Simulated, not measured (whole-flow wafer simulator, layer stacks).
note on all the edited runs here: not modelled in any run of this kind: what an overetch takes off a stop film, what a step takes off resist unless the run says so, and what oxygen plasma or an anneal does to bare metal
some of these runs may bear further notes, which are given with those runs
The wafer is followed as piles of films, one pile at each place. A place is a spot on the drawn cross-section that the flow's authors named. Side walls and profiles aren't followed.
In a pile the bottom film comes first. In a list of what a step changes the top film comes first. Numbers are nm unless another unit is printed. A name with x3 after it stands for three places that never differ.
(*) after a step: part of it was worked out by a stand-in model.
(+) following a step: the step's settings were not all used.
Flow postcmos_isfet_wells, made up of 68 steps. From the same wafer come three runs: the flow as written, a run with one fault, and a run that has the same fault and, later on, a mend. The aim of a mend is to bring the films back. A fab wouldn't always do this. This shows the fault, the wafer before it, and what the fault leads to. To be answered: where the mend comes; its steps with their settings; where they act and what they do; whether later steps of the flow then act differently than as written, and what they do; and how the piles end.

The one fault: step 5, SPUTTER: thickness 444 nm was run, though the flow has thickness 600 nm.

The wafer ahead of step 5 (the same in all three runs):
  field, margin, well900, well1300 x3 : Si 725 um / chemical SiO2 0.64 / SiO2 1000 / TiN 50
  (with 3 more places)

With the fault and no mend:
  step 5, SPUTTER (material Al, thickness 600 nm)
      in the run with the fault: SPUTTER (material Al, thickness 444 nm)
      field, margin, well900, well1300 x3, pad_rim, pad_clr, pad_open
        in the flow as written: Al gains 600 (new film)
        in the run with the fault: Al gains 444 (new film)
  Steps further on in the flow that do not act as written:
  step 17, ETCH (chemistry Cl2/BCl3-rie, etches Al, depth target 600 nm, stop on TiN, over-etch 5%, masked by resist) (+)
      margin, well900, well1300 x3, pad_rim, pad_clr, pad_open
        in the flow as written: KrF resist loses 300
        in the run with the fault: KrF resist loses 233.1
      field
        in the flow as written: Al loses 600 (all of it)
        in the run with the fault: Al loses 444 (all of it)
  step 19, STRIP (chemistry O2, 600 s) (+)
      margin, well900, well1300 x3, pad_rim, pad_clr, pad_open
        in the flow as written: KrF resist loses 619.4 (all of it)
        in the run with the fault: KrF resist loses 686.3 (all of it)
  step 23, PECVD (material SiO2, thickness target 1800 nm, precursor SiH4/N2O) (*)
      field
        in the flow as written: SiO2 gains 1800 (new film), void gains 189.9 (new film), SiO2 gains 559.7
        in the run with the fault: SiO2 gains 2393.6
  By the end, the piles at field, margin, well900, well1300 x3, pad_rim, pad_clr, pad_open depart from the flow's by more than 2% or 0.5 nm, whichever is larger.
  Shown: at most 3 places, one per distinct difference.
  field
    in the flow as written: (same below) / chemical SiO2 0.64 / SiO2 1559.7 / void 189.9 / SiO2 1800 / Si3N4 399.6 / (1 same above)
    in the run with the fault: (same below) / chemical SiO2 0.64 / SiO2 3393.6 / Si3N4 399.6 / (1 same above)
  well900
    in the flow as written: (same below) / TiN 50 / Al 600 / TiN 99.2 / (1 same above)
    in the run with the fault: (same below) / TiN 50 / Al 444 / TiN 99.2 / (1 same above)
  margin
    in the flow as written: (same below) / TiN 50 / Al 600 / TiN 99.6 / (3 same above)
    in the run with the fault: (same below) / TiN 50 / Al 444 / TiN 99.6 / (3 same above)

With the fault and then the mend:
  The mend stands after step 5.
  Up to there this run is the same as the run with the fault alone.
  step 5a, SPUTTER (material Al, thickness 156 nm) (the flow's step 5 again, with other settings)
      field, margin, well900, well1300 x3, pad_rim, pad_clr, pad_open
        Al gains 156
  Every later step of the flow that is run acts as written at every place that is followed.
  At every place that both follow, the piles at the end match the flow's.
